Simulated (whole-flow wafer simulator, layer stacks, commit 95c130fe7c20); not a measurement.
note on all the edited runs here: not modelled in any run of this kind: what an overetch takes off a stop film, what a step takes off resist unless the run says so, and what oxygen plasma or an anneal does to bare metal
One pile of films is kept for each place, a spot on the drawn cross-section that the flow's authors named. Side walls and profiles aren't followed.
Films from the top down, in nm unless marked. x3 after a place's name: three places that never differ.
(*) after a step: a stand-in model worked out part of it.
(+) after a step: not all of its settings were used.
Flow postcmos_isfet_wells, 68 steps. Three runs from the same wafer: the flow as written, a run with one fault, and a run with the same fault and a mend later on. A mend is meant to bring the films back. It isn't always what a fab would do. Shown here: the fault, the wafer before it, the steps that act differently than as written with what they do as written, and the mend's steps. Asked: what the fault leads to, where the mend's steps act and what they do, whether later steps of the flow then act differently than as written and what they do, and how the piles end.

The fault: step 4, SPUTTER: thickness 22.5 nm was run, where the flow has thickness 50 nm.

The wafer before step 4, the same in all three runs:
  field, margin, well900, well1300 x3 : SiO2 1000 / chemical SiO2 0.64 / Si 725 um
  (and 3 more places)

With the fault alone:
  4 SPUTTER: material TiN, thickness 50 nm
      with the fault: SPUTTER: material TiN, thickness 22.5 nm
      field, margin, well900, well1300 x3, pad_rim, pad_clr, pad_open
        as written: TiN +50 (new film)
        with the fault: TiN +22.5 (new film)
  Later steps of the flow that act differently than as written (1 more step differs only slightly, by at most 2% or 0.5 nm, whichever is larger, and isn't shown):
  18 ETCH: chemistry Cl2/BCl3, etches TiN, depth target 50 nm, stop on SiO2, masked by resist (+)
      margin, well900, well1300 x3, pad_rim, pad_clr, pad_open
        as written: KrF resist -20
        with the fault: KrF resist -13.5
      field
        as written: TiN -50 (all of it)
        with the fault: TiN -22.5 (all of it)
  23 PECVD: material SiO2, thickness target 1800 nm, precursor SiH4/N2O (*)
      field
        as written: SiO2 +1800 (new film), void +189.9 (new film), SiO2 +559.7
        with the fault: SiO2 +1800 (new film), void +169.3 (new film), SiO2 +552.8
  At the end the piles differ from the flow's by more than 2% or 0.5 nm, whichever is larger, at field, margin, well900, well1300 x3, pad_rim, pad_clr, pad_open.
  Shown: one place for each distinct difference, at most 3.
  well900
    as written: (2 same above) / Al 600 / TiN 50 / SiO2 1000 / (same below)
    with the fault: (2 same above) / Al 600 / TiN 22.5 / SiO2 1000 / (same below)
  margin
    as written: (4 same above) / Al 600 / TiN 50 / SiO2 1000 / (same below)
    with the fault: (4 same above) / Al 600 / TiN 22.5 / SiO2 1000 / (same below)
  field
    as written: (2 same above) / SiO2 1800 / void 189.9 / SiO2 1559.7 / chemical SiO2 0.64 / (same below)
    with the fault: (2 same above) / SiO2 1800 / void 169.3 / SiO2 1552.8 / chemical SiO2 0.64 / (same below)

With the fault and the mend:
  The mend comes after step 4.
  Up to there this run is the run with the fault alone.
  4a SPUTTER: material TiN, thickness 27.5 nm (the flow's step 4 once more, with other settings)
      field, margin, well900, well1300 x3, pad_rim, pad_clr, pad_open
        TiN +27.5
  No later step of the flow acts differently than as written at any place that is followed.
  At the end the piles are the same as the flow's at every place that both follow.
